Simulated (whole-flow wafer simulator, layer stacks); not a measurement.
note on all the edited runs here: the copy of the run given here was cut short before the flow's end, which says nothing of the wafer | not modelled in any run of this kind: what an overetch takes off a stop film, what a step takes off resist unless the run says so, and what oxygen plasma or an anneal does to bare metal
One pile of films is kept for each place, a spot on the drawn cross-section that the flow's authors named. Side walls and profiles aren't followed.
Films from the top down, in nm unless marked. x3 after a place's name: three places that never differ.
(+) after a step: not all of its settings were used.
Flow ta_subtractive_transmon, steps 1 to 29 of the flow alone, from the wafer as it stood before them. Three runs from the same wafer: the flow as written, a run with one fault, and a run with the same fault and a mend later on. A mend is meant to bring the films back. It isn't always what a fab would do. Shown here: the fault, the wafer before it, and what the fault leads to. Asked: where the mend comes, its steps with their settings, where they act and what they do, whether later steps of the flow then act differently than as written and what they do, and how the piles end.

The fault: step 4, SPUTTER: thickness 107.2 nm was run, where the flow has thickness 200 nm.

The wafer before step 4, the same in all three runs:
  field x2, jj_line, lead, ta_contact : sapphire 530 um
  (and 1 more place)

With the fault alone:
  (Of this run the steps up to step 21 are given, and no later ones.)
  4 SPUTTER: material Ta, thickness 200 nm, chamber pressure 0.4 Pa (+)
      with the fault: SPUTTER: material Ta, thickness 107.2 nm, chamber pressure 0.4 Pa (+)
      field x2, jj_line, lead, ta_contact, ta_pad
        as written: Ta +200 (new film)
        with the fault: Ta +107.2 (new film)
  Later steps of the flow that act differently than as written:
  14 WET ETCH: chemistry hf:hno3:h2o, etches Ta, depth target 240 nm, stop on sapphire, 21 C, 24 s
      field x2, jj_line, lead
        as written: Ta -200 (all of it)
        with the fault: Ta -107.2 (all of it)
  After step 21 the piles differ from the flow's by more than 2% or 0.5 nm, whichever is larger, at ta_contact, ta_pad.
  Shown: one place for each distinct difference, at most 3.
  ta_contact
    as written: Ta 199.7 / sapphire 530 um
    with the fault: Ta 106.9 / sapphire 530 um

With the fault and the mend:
  The mend comes after step 5.
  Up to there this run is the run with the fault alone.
  5a WET ETCH: chemistry hf:hno3:h2o, etches Ta, depth target 123.4 nm, stop on sapphire, 21 C, 12.34 s
      field x2, jj_line, lead, ta_contact, ta_pad
        Ta -107.2 (all of it)
  5b SPUTTER: material Ta, thickness 200 nm, chamber pressure 0.4 Pa (+) (the flow's step 4 once more)
      field x2, jj_line, lead, ta_contact, ta_pad
        Ta +200 (new film)
  No later step of the flow acts differently than as written at any place that is followed.
  At the end the piles are the same as the flow's at every place that both follow.
